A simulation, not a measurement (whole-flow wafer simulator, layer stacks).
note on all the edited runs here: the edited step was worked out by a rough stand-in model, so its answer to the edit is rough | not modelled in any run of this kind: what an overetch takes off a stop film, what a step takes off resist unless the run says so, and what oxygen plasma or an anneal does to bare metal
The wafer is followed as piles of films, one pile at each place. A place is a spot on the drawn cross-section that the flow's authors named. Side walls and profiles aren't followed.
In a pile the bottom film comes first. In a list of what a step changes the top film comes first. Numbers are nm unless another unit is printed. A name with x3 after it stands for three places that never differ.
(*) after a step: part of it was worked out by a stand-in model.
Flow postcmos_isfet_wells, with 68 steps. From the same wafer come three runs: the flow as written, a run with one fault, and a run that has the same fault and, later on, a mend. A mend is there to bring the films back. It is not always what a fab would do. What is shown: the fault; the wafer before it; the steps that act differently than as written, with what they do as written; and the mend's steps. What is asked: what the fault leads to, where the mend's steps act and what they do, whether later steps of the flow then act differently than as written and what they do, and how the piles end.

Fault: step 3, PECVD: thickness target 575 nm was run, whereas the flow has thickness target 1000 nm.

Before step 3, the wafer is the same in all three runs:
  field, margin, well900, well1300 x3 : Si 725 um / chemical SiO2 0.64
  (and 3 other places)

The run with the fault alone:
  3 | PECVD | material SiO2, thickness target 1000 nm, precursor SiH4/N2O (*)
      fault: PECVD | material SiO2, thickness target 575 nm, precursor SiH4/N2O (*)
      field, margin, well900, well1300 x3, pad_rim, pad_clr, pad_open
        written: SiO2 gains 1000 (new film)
        fault: SiO2 gains 575 (new film)
  Every later step of the flow that is run acts as written at every place that is followed.
  By the end, the piles at field, margin, well900, well1300 x3, pad_rim, pad_clr, pad_open depart from the flow's by more than 2% or 0.5 nm, whichever is larger.
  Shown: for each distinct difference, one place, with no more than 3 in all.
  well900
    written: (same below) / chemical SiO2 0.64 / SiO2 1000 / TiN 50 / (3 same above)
    fault: (same below) / chemical SiO2 0.64 / SiO2 575 / TiN 50 / (3 same above)
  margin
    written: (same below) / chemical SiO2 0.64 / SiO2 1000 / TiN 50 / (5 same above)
    fault: (same below) / chemical SiO2 0.64 / SiO2 575 / TiN 50 / (5 same above)
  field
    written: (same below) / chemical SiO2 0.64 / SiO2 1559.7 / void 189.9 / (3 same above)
    fault: (same below) / chemical SiO2 0.64 / SiO2 1134.7 / void 189.9 / (3 same above)

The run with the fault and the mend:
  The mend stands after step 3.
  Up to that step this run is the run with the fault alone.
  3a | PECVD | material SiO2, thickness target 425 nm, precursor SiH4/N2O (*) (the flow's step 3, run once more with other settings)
      field, margin, well900, well1300 x3, pad_rim, pad_clr, pad_open
        SiO2 gains 425
  Every later step of the flow that is run acts as written at every place that is followed.
  At every place that both follow, the piles at the end match the flow's.
